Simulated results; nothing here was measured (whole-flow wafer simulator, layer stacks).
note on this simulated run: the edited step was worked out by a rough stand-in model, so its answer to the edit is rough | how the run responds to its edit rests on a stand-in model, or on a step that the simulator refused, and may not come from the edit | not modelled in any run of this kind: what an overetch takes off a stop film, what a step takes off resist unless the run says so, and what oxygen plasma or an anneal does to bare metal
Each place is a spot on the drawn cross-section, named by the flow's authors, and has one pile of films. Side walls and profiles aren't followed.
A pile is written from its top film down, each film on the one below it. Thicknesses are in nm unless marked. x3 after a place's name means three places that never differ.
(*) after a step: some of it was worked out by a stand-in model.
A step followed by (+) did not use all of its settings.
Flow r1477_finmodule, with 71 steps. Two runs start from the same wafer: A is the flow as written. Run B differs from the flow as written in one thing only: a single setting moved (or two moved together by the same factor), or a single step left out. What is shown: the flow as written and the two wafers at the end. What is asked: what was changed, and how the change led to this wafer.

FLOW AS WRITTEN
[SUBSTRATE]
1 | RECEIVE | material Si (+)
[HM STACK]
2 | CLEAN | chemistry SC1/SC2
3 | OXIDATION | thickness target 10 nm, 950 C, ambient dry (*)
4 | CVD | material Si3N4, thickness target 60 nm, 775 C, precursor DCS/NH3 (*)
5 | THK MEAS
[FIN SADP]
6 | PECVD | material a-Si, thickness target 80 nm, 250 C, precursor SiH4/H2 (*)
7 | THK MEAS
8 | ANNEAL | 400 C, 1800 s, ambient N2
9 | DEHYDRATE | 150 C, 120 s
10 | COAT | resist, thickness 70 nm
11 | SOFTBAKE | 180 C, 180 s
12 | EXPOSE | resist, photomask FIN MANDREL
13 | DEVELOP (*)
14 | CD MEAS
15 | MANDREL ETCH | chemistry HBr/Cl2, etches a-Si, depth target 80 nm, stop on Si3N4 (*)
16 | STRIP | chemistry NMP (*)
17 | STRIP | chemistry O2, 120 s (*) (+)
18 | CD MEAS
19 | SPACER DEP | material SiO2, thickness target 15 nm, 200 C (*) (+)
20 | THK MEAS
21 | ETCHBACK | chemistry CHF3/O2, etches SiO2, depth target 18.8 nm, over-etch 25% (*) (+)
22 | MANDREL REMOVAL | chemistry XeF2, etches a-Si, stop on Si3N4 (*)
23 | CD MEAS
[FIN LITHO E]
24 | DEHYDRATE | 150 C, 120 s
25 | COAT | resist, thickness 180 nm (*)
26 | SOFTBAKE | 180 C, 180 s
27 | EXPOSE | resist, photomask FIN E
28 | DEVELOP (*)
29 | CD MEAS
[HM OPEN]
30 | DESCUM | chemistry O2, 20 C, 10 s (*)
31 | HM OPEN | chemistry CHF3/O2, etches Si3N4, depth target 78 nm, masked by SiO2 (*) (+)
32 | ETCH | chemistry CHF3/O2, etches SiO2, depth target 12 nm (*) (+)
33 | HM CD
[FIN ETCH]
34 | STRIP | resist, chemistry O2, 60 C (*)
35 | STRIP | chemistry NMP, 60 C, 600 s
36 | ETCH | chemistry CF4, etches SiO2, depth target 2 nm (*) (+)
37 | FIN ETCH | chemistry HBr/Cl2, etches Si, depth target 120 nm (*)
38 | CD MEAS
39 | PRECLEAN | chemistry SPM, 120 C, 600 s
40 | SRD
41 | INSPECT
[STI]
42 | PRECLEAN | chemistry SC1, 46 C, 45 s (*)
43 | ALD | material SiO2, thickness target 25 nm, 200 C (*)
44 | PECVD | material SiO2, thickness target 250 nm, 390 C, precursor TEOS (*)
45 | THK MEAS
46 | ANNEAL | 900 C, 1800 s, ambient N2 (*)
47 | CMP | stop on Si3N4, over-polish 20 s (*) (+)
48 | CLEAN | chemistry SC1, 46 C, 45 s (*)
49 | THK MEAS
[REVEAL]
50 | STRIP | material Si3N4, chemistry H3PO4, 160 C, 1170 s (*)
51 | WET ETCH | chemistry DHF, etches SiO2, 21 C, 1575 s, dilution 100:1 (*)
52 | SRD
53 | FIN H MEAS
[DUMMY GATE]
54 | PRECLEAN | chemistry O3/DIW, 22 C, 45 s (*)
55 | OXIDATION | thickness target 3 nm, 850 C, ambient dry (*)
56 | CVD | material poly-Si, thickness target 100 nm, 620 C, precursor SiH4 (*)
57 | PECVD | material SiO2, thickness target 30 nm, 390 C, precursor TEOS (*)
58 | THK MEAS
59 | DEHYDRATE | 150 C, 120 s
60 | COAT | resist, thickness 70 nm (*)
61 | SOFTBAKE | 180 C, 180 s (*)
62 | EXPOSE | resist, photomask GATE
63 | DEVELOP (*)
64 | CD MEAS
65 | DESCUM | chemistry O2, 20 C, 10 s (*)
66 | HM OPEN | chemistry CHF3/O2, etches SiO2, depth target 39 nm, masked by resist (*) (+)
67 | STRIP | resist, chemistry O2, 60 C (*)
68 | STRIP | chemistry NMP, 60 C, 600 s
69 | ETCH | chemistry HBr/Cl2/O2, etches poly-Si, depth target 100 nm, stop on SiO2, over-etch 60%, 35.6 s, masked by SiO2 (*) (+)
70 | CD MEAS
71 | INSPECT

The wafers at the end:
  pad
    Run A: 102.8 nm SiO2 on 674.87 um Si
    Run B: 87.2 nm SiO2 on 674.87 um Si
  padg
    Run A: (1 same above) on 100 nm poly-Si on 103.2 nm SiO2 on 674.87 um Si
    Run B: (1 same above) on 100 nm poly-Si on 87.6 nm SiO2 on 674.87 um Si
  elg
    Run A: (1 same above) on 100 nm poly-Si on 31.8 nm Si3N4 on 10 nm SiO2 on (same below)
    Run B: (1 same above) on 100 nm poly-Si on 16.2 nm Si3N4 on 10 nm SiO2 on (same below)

Cause: step 4, CVD: thickness target 44.4 nm was run, whereas the flow has thickness target 60 nm.

Step by step, how the change led to this:
  4 | CVD | material Si3N4, thickness target 60 nm, 775 C, precursor DCS/NH3 (*)
      pad, padg, elg and 33 more: A +60 Si3N4 (new film) | B +44.4 Si3N4 (new film)
  31 | HM OPEN | chemistry CHF3/O2, etches Si3N4, depth target 78 nm, masked by SiO2 (*) (+)
      pad, padg, esg and 13 more: A -56.4 Si3N4 (all of it), -10 SiO2 (all of it) | B -40.8 Si3N4 (all of it), -10 SiO2 (all of it)
      elg, e40lg, e100lg, e200lg, elo, e40lo, e100lo, e200lo: A -78 resist | B -61.2 resist
      (and at 12 other places as well)
  32 | ETCH | chemistry CHF3/O2, etches SiO2, depth target 12 nm (*) (+)
      s40cg, s45cg, s50cg, s40co, s45co, s50co: A -1 SiO2 (all of it), -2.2 Si | B -1.61 SiO2 (all of it), -2.08 Si
  34 | STRIP | resist, chemistry O2, 60 C (*)
      elg, e40lg, e100lg, e200lg, elo, e40lo, e100lo, e200lo: A -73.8 resist (all of it) | B -90.6 resist (all of it)
  43 | ALD | material SiO2, thickness target 25 nm, 200 C (*)
      s40cg, s45cg, s50cg, s40co, s45co, s50co: A +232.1 SiO2 (new film) | B +224.8 SiO2 (new film)
      esg: A +194.3 SiO2 (new film) | B +178.6 SiO2 (new film)
  47 | CMP | stop on Si3N4, over-polish 20 s (*) (+)
      pad, padg, e40sg and 11 more: A -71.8 SiO2 | B -87.4 SiO2
      s40cg, s45cg, s50cg, s40co, s45co, s50co: A -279 SiO2 | B -287.4 SiO2
      (and at 7 other places as well)
  50 | STRIP | material Si3N4, chemistry H3PO4, 160 C, 1170 s (*)
      s40sg_line, s45sg_line, s50sg_line, s40so_line, s45so_line, s50so_line: A -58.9 Si3N4 (all of it), -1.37 SiO2 | B -43.3 Si3N4 (all of it), -1.85 SiO2
  56 | CVD | material poly-Si, thickness target 100 nm, 620 C, precursor SiH4 (*)
      s40cg, s40co: A +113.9 poly-Si (new film) | B +131.5 poly-Si (new film)
      s45cg, s45co: A +113.4 poly-Si (new film) | B +131.5 poly-Si (new film)
      (and at 2 other places as well)
  60 | COAT | resist, thickness 70 nm (*)
      s40cg, s40co: A +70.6 resist (new film) | B +68.5 resist (new film)
      s40sg, s40so: A +91 resist (new film) | B +106.5 resist (new film)
      (and at 8 other places as well)
  63 | DEVELOP (*)
      s40co: A -70.6 resist (all of it) | B -68.5 resist (all of it)
      s40so: A -91 resist (all of it) | B -106.5 resist (all of it)
      (and at 4 other places as well)
  67 | STRIP | resist, chemistry O2, 60 C (*)
      s40cg: A -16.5 resist (all of it) | B -14.3 resist (all of it)
      s40sg: A -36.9 resist (all of it) | B -52.4 resist (all of it)
      (and at 4 other places as well)
  69 | ETCH | chemistry HBr/Cl2/O2, etches poly-Si, depth target 100 nm, stop on SiO2, over-etch 60%, 35.6 s, masked by SiO2 (*) (+)
      s40co: A -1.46 chemical SiO2 (all of it), -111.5 poly-Si (all of it), -0.24 SiO2 | B -1.46 chemical SiO2 (all of it), -129.1 poly-Si (all of it), -0.15 SiO2
      s45co: A -1.46 chemical SiO2 (all of it), -110.9 poly-Si (all of it), -0.25 SiO2 | B -1.46 chemical SiO2 (all of it), -129.1 poly-Si (all of it), -0.15 SiO2
      (and at 1 other place as well)
